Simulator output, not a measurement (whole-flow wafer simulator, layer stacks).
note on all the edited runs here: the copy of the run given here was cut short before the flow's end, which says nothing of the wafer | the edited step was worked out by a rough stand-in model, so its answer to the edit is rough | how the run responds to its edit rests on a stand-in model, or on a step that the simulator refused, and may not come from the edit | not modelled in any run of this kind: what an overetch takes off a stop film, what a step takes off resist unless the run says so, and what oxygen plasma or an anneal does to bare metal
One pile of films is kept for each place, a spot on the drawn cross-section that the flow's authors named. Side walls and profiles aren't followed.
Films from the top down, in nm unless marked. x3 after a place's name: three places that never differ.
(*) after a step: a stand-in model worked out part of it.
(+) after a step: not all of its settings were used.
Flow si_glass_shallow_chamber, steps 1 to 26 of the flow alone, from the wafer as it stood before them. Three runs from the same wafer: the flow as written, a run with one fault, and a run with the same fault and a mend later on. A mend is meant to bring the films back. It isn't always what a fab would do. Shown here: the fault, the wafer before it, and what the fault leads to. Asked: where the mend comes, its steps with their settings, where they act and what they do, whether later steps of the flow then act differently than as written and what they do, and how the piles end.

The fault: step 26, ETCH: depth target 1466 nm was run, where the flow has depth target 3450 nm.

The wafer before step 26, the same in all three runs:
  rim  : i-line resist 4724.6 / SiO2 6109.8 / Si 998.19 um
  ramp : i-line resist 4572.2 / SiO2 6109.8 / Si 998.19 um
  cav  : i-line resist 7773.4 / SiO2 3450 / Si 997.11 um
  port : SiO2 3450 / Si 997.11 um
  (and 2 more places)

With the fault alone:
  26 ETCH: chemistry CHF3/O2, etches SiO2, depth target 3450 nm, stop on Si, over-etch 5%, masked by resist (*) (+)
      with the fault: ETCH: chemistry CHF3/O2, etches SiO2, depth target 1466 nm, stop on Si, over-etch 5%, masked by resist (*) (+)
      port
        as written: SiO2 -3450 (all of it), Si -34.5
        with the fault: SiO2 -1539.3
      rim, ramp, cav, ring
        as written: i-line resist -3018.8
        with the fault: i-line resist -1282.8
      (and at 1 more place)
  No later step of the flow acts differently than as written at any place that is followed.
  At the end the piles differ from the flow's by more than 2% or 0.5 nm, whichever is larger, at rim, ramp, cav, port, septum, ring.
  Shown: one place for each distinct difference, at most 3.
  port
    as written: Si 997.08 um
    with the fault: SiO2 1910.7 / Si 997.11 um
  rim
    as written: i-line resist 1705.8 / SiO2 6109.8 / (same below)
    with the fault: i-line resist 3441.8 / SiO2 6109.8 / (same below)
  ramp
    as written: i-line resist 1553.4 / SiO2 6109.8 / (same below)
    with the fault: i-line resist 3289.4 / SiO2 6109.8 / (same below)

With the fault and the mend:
  The mend comes after step 26.
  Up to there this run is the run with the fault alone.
  26a ETCH: chemistry CHF3/O2, etches SiO2, depth target 1984 nm, stop on Si, over-etch 5%, masked by resist (*) (the flow's step 26 once more, with other settings)
      rim, ramp, cav, septum, ring
        i-line resist -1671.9
      port
        SiO2 -1910.7 (all of it), Si -34.5
  No later step of the flow acts differently than as written at any place that is followed.
  At the end the piles differ from the flow's by more than 2% or 0.5 nm, whichever is larger, at rim, ramp.
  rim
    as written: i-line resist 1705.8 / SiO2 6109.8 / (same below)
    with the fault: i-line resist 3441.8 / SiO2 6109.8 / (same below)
    with the mend: i-line resist 1770 / SiO2 6109.8 / (same below)
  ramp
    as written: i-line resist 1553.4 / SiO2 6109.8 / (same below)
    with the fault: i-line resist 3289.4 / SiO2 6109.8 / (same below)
    with the mend: i-line resist 1617.5 / SiO2 6109.8 / (same below)
